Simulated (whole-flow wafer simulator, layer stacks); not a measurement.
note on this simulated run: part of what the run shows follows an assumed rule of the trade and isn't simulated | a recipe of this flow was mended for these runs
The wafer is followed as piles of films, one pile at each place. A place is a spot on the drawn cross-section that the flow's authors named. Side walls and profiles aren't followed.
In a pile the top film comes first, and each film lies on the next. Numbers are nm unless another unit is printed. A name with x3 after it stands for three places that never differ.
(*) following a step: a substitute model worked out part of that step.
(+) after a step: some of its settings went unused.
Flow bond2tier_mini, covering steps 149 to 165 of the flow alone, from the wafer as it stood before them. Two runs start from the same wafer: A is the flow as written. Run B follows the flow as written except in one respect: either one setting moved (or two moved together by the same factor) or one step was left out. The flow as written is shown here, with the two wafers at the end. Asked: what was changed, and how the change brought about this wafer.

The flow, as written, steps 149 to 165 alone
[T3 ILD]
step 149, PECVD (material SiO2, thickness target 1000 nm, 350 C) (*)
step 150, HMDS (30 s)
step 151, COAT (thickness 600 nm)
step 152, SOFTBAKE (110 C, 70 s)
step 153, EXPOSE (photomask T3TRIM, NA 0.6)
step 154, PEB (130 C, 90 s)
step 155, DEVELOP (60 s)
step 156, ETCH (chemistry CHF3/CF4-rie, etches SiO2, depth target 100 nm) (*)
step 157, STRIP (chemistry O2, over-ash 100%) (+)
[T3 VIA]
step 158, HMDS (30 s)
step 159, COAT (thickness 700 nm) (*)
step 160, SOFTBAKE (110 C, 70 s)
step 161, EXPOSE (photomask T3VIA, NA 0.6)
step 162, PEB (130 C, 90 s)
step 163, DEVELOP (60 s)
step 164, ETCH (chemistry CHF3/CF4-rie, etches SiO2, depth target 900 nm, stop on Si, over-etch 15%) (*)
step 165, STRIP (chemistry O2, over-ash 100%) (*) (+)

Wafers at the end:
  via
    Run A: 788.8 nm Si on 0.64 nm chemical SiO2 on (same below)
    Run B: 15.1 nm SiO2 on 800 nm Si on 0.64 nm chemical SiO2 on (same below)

What caused this: step 164, ETCH: depth target 769.5 nm was run, while the flow as written has depth target 900 nm.

The path from the change to this, step by step:
  step 164, ETCH (chemistry CHF3/CF4-rie, etches SiO2, depth target 900 nm, stop on Si, over-etch 15%) (*)
      via: A -900 SiO2 (all of it), -11.2 Si | B -884.9 SiO2
      field, pad: A -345 thick-KrF-resist | B -295 thick-KrF-resist
  step 165, STRIP (chemistry O2, over-ash 100%) (*) (+)
      field: A -286.6 thick-KrF-resist (all of it) | B -336.6 thick-KrF-resist (all of it)
      pad: A -372.9 thick-KrF-resist (all of it) | B -423 thick-KrF-resist (all of it)
